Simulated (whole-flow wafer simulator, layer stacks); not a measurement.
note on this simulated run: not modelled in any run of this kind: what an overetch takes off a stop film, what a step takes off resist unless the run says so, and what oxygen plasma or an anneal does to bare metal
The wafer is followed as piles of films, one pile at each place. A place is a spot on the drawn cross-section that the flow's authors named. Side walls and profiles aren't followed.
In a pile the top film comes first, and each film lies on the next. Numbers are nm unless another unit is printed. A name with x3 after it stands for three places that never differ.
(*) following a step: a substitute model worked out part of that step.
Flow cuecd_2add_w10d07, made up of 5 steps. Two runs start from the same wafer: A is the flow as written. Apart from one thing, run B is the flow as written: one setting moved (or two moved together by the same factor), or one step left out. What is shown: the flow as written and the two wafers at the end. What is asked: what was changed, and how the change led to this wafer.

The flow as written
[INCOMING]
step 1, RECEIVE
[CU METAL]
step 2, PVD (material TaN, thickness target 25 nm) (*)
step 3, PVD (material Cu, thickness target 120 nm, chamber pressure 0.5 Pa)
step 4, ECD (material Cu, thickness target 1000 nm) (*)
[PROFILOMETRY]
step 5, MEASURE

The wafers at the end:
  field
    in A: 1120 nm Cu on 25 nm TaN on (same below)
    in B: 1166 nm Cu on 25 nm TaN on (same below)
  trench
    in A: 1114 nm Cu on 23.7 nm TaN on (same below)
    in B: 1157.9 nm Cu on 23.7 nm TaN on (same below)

What caused this: step 3, PVD: thickness target 166 nm was run, while the flow as written has thickness target 120 nm.

The path from the change to this, step by step:
  step 3, PVD (material Cu, thickness target 120 nm, chamber pressure 0.5 Pa)
      field: A +120 Cu (new film) | B +166 Cu (new film)
      trench: A +114 Cu (new film) | B +157.9 Cu (new film)
